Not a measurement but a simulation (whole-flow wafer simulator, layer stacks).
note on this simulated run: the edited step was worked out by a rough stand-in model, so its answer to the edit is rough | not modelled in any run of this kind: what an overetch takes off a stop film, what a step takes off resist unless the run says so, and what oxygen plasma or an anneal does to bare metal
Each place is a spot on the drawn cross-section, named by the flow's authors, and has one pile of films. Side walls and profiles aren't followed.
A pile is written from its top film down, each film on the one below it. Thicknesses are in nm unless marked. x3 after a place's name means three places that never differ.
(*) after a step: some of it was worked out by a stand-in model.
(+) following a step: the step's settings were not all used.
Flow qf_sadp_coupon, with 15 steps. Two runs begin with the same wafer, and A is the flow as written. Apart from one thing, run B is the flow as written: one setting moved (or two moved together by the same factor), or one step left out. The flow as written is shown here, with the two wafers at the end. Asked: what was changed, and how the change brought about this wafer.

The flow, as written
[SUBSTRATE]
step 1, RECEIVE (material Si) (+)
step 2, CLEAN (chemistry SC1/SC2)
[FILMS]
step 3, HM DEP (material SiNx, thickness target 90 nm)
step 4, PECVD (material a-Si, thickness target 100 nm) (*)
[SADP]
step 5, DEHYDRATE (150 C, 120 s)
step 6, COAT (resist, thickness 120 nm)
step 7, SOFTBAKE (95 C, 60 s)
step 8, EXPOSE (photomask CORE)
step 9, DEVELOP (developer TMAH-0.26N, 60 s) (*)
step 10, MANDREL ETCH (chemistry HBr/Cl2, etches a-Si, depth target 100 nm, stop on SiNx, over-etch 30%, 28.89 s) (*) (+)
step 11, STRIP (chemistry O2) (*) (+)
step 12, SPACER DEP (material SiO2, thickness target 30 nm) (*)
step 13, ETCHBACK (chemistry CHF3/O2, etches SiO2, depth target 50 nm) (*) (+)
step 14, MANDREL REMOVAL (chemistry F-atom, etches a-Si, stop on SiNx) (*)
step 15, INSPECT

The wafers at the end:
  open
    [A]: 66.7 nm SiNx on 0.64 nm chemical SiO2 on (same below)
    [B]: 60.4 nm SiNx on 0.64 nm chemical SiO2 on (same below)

Cause: step 4, PECVD: thickness target 56.2 nm was run, though the flow has thickness target 100 nm.

The path from the change to this, step by step:
  step 4, PECVD (material a-Si, thickness target 100 nm) (*)
      m, open: A +100 a-Si (new film) | B +56.2 a-Si (new film)
  step 10, MANDREL ETCH (chemistry HBr/Cl2, etches a-Si, depth target 100 nm, stop on SiNx, over-etch 30%, 28.89 s) (*) (+)
      open: A -100 a-Si (all of it), -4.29 SiNx | B -56.2 a-Si (all of it), -10.5 SiNx
  step 14, MANDREL REMOVAL (chemistry F-atom, etches a-Si, stop on SiNx) (*)
      m: A -95.8 a-Si (all of it) | B -52 a-Si (all of it)
